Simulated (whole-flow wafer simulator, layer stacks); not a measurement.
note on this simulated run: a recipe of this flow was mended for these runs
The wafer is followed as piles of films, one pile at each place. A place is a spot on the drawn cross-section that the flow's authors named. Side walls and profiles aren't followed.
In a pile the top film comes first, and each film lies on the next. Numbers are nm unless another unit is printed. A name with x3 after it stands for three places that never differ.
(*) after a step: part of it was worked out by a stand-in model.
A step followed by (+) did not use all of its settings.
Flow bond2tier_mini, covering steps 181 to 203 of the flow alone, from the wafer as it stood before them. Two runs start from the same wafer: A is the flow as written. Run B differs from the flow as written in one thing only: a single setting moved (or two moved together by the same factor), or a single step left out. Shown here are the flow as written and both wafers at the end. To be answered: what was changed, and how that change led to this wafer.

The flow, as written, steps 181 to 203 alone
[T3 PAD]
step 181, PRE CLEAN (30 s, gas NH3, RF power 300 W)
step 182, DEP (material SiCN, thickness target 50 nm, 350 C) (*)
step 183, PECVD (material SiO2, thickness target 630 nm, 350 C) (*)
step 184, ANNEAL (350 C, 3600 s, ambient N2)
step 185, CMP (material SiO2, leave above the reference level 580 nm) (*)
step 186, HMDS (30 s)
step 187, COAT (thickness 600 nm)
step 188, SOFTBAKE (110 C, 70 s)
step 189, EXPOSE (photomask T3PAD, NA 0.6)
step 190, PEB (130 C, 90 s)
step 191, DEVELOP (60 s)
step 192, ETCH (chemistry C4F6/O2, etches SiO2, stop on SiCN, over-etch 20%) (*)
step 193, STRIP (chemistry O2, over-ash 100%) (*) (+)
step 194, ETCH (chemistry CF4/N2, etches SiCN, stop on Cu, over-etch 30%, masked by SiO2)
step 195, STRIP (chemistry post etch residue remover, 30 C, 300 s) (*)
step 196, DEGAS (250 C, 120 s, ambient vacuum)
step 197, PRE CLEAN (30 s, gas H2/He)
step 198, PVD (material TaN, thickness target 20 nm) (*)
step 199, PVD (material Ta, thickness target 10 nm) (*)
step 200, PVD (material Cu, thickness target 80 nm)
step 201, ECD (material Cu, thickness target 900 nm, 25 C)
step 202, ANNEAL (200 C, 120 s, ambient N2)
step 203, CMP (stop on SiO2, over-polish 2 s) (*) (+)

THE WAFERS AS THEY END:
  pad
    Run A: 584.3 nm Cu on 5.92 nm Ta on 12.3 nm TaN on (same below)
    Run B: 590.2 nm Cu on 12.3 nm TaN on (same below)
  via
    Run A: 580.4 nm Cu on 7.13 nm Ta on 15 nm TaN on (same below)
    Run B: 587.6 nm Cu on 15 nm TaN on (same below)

Cause: step 199, PVD: material Ta, thickness target 10 nm (*), was omitted.

How this came from the change, step by step:
  step 203, CMP (stop on SiO2, over-polish 2 s) (*) (+)
      field: A Cu loses 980 (all of it), Ta loses 10 (all of it), TaN loses 20 (all of it) | B Cu loses 980 (all of it), TaN loses 20 (all of it)
